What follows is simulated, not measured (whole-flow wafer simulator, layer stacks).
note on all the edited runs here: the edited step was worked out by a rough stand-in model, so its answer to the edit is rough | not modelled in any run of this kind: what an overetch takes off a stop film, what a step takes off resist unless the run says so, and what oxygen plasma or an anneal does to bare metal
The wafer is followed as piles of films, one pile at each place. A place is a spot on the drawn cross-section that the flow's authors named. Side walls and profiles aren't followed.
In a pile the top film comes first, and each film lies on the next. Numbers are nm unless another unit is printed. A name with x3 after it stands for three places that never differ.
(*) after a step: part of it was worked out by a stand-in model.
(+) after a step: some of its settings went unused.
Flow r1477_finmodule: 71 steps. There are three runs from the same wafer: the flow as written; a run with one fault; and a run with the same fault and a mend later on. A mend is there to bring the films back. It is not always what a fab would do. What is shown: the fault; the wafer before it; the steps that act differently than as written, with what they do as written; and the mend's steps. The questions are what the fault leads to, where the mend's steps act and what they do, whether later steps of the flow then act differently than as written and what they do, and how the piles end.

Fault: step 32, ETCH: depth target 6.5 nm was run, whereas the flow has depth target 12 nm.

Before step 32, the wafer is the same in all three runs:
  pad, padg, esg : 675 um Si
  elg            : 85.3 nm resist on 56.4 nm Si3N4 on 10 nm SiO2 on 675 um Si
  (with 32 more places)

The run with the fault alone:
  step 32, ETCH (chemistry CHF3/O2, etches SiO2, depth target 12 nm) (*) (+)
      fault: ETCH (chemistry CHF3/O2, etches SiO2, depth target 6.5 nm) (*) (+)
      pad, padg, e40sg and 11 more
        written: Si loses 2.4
        fault: Si loses 1.3
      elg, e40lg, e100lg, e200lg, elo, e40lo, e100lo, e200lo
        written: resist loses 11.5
        fault: resist loses 6.23
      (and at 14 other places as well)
  Steps further on in the flow that do not act as written (not shown: 4 more steps that differ only slightly, by at most 2% or 0.5 nm, whichever is larger):
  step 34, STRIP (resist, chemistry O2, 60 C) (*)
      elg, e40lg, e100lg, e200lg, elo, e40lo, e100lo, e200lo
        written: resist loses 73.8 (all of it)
        fault: resist loses 79 (all of it)
  When the end is reached, the piles differ only a little from the flow's at the places that both follow, at most by 2% or 0.5 nm, whichever is larger.

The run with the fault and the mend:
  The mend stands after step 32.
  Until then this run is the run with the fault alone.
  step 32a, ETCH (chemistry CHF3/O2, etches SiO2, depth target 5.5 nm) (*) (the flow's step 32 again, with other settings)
      pad, padg, e40sg and 11 more
        Si loses 1.1
      elg, e40lg, e100lg, e200lg, elo, e40lo, e100lo, e200lo
        resist loses 5.27
      s40sg_line, s45sg_line, s50sg_line, s40so_line, s45so_line, s50so_line
        SiO2 loses 5.5
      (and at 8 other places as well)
  Later steps of the flow that are run all act as written at every place that is followed, up to a difference of at most 2% or 0.5 nm, whichever is larger.
  When the end is reached, the piles differ only a little from the flow's at the places that both follow, at most by 2% or 0.5 nm, whichever is larger.
